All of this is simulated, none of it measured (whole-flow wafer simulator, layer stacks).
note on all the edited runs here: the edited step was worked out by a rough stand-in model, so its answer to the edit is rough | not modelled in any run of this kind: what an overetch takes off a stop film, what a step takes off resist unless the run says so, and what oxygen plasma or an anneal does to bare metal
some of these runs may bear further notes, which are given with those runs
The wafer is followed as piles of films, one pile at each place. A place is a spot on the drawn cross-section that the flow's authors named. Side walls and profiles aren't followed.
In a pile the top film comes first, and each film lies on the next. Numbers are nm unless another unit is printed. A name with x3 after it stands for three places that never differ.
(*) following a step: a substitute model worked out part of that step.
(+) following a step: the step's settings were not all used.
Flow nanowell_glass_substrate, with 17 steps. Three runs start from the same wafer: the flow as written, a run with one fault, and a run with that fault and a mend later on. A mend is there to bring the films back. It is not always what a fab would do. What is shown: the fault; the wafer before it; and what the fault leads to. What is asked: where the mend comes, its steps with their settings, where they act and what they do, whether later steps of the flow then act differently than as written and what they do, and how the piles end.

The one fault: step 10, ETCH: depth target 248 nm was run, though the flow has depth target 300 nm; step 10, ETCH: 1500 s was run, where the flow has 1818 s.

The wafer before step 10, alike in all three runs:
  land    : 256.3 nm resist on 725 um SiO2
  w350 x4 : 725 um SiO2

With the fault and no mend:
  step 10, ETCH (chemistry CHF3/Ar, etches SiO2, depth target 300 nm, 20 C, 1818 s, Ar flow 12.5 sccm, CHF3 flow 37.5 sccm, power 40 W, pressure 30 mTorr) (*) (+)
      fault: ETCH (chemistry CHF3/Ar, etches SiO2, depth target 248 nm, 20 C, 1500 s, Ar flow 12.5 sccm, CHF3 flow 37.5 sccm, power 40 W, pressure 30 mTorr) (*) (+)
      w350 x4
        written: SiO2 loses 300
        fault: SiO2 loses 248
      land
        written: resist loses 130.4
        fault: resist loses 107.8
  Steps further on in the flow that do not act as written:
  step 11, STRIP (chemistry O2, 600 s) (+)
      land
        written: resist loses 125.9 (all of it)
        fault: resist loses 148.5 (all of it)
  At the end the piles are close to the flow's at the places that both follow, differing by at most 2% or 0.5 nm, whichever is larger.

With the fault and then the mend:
  The mend follows step 10.
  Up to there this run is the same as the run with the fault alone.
  step 10a, ETCH (chemistry CHF3/Ar, etches SiO2, depth target 52 nm, 20 C, 315.1 s, Ar flow 12.5 sccm, CHF3 flow 37.5 sccm, power 40 W, pressure 30 mTorr) (*) (+) (the flow's step 10, run once more with other settings)
      w350 x4
        SiO2 loses 52
      land
        resist loses 22.6
  Later steps of the flow that are run all act as written at every place that is followed.
  By the end, the piles equal the flow's at every place that both follow.
